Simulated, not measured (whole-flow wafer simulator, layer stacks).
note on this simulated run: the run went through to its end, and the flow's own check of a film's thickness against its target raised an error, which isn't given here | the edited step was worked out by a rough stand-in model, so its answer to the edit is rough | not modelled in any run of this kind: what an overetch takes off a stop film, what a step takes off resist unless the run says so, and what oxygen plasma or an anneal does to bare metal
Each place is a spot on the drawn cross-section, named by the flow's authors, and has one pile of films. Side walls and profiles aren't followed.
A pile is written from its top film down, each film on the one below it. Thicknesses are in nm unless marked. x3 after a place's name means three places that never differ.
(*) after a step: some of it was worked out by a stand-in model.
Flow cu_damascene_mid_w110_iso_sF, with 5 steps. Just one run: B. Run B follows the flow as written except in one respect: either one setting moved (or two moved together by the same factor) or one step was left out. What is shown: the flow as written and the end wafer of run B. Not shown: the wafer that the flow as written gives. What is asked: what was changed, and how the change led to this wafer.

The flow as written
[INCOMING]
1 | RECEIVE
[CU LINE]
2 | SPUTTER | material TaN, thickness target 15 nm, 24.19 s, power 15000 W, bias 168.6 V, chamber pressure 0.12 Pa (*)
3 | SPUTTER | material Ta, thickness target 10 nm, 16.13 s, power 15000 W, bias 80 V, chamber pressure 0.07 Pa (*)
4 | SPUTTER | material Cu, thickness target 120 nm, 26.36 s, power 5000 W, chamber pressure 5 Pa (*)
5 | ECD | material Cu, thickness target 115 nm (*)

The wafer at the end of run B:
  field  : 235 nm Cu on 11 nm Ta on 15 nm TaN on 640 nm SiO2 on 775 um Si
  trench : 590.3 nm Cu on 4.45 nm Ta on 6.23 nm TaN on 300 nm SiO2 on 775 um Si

The reason: step 3, SPUTTER: thickness target 11 nm was run, though the flow has thickness target 10 nm; step 3, SPUTTER: 17.74 s was run, where the flow has 16.13 s.
The wafer lets one read it off: field has Ta 11, and step 3 as written asks for 10 nm.

The path from the change to this, step by step:
  3 | SPUTTER | material Ta, thickness target 10 nm, 16.13 s, power 15000 W, bias 80 V, chamber pressure 0.07 Pa (*)
      field: Ta gains 11 (new film) (it would be, as written: Ta gains 10 (new film))
